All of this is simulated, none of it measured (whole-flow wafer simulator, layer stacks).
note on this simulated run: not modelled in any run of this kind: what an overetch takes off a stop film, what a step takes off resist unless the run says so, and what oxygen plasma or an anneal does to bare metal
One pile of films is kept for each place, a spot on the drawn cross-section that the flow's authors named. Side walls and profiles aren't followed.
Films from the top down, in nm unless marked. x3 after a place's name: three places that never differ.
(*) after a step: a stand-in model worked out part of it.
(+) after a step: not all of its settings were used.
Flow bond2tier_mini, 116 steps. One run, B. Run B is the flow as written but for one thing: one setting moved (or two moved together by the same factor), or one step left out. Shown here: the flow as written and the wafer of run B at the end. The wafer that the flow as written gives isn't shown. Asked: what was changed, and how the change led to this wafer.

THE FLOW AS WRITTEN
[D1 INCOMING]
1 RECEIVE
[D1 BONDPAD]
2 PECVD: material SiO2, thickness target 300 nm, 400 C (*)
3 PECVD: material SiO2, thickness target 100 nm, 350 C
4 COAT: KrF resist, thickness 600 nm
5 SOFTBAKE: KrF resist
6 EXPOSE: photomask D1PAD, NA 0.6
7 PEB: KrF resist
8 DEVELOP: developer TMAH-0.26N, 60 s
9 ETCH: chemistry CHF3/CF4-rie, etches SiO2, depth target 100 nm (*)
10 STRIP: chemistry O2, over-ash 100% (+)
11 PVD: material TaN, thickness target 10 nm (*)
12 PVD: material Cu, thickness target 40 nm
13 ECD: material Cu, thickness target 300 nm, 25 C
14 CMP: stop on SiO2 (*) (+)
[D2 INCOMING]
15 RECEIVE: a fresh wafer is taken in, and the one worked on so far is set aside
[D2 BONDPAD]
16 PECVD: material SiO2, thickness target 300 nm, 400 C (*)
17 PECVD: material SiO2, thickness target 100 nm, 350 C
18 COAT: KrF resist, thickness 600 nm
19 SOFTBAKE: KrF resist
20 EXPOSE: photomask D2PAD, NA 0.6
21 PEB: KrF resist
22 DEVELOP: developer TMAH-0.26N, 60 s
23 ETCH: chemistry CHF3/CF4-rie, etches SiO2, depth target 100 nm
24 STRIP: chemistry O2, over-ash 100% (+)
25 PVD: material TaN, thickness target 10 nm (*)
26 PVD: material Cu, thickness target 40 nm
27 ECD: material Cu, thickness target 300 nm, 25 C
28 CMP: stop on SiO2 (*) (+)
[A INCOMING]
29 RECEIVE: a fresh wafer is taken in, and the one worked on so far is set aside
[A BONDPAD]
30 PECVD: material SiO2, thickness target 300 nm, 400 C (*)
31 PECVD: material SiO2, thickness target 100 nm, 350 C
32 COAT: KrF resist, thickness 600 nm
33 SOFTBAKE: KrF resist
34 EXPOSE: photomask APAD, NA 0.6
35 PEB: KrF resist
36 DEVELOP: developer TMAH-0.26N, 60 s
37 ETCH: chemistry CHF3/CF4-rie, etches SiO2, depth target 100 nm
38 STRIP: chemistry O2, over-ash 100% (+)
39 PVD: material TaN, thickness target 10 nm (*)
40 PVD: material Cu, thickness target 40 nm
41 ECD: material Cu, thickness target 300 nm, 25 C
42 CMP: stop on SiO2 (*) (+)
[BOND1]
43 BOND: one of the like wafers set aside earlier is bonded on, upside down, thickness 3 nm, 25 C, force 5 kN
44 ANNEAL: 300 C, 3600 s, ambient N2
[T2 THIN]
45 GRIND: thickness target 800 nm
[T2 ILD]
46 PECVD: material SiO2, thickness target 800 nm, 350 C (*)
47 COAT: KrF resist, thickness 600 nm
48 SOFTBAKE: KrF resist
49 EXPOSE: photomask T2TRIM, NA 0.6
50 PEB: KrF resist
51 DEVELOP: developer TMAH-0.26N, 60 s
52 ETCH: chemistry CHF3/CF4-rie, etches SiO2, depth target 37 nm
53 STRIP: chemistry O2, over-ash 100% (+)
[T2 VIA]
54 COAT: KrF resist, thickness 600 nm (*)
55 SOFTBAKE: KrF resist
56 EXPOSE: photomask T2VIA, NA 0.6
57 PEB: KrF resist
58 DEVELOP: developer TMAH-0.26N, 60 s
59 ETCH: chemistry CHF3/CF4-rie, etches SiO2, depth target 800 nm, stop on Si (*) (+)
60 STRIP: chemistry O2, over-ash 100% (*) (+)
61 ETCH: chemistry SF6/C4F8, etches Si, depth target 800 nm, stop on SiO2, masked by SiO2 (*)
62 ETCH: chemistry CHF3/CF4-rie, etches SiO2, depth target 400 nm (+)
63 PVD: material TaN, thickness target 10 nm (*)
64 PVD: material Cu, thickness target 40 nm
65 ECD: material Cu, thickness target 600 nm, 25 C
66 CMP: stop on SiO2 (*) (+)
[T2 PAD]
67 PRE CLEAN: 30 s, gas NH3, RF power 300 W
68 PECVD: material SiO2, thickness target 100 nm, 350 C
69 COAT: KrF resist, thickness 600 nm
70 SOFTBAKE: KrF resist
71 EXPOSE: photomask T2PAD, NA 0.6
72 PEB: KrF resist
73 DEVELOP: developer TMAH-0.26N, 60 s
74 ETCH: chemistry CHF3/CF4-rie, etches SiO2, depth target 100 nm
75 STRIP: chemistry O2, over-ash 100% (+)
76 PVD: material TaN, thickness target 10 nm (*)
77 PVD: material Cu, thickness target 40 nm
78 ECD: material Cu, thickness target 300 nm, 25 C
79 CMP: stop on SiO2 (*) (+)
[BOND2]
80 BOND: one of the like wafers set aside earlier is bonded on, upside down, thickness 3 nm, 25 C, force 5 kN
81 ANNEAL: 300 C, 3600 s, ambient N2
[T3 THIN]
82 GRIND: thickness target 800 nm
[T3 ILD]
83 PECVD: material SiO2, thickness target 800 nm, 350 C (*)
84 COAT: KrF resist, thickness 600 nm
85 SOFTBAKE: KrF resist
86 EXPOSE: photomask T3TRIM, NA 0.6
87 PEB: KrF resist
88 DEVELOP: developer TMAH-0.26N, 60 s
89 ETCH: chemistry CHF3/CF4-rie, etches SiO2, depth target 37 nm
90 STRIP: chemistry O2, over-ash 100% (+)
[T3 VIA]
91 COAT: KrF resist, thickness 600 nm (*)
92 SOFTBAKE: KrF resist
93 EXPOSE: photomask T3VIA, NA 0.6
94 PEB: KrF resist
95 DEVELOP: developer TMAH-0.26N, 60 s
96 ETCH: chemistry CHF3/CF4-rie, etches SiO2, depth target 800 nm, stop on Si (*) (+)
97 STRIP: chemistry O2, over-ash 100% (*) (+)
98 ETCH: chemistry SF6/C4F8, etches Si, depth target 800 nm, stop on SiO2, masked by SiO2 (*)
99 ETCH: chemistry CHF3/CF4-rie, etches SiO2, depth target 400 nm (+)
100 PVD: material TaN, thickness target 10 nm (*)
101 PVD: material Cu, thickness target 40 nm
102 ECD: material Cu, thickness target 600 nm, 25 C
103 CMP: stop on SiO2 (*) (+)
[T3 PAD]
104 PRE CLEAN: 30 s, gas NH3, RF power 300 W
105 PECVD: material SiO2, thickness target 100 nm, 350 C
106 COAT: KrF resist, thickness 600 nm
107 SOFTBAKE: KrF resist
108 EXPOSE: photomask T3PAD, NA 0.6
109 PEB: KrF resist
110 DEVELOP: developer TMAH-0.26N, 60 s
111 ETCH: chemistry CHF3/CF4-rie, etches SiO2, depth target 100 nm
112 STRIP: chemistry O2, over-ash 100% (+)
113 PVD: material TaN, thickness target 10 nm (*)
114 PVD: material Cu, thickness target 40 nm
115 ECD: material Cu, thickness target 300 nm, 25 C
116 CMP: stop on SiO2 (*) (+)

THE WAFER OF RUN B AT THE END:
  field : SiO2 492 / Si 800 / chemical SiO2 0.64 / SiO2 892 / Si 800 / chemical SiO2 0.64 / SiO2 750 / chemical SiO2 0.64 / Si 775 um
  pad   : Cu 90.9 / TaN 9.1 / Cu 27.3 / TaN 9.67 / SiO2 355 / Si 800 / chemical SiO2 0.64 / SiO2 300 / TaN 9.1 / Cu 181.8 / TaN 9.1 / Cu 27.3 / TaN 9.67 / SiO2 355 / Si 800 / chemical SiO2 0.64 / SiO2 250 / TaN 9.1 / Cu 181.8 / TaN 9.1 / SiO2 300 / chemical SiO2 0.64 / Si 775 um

The cause: step 3, PECVD: thickness target 50 nm was run, where the flow has thickness target 100 nm.

How the change led to this, step by step:
  3 PECVD: material SiO2, thickness target 100 nm, 350 C
      field, pad, via: SiO2 +50 (as written it would be: SiO2 +100)
  43 BOND: one of the like wafers set aside earlier is bonded on, upside down, thickness 3 nm, 25 C, force 5 kN
      field: Si +775 um (new film), chemical SiO2 +0.64 (new film), SiO2 +350 (as written it would be: Si +775 um (new film), chemical SiO2 +0.64 (new film), SiO2 +400)
      pad: Si +775 um (new film), chemical SiO2 +0.64 (new film), SiO2 +250 (new film), TaN +9.1 (new film), Cu +90.9 (as written it would be: Si +775 um (new film), chemical SiO2 +0.64 (new film), SiO2 +300 (new film), TaN +9.1 (new film), Cu +90.9)
      (and at 1 more place)
